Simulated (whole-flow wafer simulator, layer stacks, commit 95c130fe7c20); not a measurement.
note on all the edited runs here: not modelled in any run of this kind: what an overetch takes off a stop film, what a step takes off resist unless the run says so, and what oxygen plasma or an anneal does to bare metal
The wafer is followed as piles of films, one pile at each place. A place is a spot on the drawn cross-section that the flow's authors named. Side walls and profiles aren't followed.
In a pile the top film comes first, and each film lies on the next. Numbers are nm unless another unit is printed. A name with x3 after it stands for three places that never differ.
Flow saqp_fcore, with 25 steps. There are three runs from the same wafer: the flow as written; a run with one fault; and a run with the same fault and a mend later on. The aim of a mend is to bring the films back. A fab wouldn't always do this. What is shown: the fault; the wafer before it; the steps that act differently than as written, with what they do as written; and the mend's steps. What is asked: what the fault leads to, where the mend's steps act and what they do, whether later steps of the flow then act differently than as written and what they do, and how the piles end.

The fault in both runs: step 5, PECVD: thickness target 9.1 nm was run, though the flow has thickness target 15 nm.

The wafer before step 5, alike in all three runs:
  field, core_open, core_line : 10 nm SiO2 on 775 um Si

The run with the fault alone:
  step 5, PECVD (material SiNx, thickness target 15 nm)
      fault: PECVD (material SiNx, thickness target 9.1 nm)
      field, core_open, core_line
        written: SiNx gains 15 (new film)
        fault: SiNx gains 9.1 (new film)
  None of the later steps of the flow acts differently than as written at any place that is followed.
  By the end, the piles at field, core_open, core_line depart from the flow's by more than 2% or 0.5 nm, whichever is larger.
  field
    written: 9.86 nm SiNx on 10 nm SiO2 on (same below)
    fault: 3.96 nm SiNx on 10 nm SiO2 on (same below)
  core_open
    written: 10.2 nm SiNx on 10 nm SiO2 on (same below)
    fault: 4.28 nm SiNx on 10 nm SiO2 on (same below)
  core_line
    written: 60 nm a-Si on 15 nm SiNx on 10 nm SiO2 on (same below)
    fault: 60 nm a-Si on 9.1 nm SiNx on 10 nm SiO2 on (same below)

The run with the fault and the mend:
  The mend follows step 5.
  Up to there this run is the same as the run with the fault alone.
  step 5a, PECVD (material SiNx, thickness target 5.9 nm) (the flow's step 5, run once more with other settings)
      field, core_open, core_line
        SiNx gains 5.9
  None of the later steps of the flow acts differently than as written at any place that is followed.
  The piles end the same as the flow's at every place that both follow.
